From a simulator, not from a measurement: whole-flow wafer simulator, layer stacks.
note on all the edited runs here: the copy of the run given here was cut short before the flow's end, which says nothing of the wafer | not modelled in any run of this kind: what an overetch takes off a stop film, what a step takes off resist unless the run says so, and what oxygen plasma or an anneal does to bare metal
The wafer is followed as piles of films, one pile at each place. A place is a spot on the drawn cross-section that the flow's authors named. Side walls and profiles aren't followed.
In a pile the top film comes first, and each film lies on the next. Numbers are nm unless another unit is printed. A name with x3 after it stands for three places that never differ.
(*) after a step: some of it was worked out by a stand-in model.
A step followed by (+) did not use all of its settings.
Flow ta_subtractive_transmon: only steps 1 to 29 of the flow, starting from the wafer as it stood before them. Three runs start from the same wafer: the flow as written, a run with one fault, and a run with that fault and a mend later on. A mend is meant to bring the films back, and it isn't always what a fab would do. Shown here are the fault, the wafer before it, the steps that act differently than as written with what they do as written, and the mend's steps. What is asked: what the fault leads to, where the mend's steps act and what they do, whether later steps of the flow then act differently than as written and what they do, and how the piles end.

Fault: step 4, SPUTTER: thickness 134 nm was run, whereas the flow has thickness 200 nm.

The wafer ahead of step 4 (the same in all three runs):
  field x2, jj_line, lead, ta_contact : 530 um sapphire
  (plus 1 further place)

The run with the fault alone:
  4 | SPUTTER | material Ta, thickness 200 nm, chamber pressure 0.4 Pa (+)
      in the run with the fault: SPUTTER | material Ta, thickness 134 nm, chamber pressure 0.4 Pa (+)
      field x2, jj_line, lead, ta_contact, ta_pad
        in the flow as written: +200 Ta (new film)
        in the run with the fault: +134 Ta (new film)
  Steps further on in the flow that do not act as written:
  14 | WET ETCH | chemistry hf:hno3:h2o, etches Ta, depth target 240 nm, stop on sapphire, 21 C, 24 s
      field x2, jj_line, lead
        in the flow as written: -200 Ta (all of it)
        in the run with the fault: -134 Ta (all of it)
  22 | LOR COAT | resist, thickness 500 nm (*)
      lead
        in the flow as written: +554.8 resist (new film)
        in the run with the fault: +537.6 resist (new film)
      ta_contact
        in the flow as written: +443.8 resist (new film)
        in the run with the fault: +461.2 resist (new film)
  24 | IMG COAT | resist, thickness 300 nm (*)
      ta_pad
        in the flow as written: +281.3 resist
        in the run with the fault: +287.3 resist
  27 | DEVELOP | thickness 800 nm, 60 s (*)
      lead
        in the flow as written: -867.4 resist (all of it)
        in the run with the fault: -846 resist (all of it)
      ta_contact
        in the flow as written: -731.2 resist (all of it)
        in the run with the fault: -752.9 resist (all of it)
  At ta_contact, ta_pad, the piles at the end differ from the flow's by more than 2% or 0.5 nm, whichever is larger.
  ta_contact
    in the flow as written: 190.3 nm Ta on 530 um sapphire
    in the run with the fault: 124.3 nm Ta on 530 um sapphire
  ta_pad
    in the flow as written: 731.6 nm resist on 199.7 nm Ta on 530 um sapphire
    in the run with the fault: 742 nm resist on 133.7 nm Ta on 530 um sapphire

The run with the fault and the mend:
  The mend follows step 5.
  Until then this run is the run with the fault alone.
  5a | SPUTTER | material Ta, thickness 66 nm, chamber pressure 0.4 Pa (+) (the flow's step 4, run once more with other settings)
      field x2, jj_line, lead, ta_contact, ta_pad
        +66 Ta
  Later steps of the flow that are run all act as written at every place that is followed.
  The piles end the same as the flow's at every place that both follow.
